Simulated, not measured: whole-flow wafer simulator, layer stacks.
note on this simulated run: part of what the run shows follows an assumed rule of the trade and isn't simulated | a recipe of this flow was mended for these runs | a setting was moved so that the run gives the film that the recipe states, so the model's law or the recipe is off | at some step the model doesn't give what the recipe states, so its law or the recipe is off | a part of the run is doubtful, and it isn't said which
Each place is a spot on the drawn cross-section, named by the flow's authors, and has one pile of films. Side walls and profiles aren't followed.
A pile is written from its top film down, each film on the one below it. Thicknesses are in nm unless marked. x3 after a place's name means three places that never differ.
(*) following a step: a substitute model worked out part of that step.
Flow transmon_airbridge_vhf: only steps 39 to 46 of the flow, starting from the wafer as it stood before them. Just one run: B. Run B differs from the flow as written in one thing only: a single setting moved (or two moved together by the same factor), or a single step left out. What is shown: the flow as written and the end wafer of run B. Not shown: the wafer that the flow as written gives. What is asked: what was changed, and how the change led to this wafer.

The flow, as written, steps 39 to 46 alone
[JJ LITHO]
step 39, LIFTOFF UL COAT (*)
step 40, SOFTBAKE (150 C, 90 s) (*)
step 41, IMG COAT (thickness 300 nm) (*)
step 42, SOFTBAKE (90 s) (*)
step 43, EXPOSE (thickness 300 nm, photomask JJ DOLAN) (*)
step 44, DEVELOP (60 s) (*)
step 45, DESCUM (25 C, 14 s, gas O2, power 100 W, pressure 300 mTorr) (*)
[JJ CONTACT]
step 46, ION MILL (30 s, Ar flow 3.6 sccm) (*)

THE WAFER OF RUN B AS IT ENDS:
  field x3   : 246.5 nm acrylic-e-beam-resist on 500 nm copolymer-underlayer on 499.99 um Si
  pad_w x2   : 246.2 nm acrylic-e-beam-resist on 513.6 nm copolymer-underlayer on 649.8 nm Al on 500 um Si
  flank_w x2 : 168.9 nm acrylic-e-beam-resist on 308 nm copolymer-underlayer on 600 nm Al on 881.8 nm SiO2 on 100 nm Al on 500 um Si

What caused this: step 41, IMG COAT: thickness 278 nm was run, while the flow as written has thickness 300 nm; step 43, EXPOSE: thickness 278 nm was run, where the flow has thickness 300 nm.

Step by step, how the change led to this:
  step 41, IMG COAT (thickness 300 nm) (*)
      field x3, jj_line, ground_far x3: acrylic-e-beam-resist gains 278 (new film) (it would be, as written: acrylic-e-beam-resist gains 300 (new film))
      pad_w x2: acrylic-e-beam-resist gains 277.8 (new film) (it would be, as written: acrylic-e-beam-resist gains 300.2 (new film))
      (also at 8 further places)
  step 44, DEVELOP (60 s) (*)
      jj_line: acrylic-e-beam-resist loses 278 (all of it), copolymer-underlayer loses 500 (all of it) (it would be, as written: acrylic-e-beam-resist loses 300 (all of it), copolymer-underlayer loses 500 (all of it))
